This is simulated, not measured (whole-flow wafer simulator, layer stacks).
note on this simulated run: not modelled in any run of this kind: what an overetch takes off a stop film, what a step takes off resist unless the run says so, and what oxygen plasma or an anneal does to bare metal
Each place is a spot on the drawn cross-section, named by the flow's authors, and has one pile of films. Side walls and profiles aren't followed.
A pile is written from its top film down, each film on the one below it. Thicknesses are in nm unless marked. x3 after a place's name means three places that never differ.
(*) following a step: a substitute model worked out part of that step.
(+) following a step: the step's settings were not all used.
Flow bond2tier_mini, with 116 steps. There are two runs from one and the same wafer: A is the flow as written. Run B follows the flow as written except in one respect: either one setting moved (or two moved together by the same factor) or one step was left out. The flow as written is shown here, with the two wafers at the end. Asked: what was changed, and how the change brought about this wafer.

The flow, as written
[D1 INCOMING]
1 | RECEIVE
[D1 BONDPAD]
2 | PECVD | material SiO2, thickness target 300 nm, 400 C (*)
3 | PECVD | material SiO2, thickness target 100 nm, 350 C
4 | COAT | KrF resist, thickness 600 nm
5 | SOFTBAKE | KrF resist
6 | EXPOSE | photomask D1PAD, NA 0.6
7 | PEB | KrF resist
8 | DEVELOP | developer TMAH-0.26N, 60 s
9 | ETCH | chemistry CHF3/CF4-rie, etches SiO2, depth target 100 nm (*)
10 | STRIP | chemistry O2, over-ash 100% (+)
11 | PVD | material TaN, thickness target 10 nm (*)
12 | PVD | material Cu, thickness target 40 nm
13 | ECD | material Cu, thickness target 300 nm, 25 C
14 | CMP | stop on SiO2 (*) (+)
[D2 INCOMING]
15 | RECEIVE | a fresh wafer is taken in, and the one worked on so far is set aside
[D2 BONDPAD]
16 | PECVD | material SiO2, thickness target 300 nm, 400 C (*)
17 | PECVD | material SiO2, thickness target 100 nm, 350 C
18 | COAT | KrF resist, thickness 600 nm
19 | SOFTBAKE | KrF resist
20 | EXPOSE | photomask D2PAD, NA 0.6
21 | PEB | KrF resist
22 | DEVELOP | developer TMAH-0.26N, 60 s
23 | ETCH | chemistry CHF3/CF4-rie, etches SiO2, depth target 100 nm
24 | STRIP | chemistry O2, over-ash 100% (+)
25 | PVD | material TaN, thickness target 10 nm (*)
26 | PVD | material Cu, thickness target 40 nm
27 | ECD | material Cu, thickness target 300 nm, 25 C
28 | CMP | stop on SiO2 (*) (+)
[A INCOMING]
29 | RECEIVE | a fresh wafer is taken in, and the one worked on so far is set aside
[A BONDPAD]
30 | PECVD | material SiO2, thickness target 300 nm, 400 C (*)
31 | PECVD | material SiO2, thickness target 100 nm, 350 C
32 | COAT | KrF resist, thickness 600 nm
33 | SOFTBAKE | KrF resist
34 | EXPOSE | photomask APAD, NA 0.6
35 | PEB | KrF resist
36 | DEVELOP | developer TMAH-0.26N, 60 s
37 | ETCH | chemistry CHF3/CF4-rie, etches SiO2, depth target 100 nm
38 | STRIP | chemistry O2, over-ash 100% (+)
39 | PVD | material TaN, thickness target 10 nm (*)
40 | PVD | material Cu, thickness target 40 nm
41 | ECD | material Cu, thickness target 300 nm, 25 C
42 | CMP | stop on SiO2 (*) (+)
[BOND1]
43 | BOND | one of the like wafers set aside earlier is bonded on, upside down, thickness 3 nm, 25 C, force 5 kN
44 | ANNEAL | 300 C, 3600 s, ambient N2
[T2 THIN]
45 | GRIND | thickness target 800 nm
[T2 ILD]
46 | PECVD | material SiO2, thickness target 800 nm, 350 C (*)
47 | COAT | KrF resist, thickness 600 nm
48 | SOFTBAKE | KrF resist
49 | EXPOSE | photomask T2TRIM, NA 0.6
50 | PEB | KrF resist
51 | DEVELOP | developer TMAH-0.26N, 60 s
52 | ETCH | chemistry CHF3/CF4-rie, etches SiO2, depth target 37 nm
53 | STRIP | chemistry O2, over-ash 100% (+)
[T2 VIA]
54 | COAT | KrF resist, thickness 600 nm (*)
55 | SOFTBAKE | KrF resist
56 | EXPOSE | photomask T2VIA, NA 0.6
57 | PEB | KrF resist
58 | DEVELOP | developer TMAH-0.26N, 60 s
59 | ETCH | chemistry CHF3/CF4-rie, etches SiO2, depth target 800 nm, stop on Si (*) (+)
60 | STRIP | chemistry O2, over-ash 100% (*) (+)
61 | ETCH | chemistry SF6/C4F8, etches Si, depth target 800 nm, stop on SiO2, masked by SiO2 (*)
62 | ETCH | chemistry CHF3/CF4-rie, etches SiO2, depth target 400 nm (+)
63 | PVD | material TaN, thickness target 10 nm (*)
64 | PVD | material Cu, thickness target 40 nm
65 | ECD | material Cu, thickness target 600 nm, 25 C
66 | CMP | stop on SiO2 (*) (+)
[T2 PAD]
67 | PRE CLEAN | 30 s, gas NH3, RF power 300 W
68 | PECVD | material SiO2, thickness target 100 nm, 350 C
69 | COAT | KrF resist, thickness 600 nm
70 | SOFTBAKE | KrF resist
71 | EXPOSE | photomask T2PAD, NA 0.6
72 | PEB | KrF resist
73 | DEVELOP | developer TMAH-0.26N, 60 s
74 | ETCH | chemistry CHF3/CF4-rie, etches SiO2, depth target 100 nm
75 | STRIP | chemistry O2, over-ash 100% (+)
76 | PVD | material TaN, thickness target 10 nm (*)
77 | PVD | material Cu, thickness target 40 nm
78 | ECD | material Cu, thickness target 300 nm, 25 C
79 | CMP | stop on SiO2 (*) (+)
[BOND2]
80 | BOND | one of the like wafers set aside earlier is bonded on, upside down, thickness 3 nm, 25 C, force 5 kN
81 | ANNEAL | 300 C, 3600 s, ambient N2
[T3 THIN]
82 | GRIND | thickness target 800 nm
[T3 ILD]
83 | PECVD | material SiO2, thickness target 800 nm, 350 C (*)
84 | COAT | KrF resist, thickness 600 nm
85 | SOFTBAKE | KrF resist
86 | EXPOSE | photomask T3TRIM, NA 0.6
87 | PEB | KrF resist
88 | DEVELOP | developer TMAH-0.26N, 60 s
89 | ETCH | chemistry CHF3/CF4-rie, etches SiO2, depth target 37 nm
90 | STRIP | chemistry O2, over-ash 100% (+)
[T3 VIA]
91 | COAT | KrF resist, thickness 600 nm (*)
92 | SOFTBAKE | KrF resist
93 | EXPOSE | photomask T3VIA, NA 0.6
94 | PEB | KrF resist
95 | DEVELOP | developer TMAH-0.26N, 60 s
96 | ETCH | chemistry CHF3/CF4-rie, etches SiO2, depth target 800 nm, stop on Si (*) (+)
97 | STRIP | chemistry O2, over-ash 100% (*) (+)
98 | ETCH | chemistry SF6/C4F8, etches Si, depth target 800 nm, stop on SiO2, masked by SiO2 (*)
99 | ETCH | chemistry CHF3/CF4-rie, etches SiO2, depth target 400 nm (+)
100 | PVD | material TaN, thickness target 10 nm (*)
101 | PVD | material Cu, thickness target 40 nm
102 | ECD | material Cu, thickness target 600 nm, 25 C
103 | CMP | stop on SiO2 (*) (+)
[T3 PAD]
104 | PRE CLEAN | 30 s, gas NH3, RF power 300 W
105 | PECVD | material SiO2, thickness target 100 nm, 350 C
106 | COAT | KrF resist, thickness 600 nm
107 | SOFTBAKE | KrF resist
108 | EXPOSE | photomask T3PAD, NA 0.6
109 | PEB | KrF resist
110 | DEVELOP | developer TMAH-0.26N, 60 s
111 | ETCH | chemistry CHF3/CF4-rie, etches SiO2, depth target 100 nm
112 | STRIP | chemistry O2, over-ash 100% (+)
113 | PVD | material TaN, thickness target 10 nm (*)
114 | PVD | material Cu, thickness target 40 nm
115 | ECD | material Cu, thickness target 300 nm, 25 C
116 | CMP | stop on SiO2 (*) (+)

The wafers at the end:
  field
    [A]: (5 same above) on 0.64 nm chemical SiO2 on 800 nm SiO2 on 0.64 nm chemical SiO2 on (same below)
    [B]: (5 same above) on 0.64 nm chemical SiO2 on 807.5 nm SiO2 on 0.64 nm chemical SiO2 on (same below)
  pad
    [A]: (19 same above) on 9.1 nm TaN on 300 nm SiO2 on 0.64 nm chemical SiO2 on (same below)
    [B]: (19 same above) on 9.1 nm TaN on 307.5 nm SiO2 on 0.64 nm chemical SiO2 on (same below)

The reason: step 31, PECVD: thickness target 107.5 nm was run, though the flow has thickness target 100 nm.

The path from the change to this, step by step:
  31 | PECVD | material SiO2, thickness target 100 nm, 350 C
      field, pad, via: A SiO2 gains 100 | B SiO2 gains 107.5
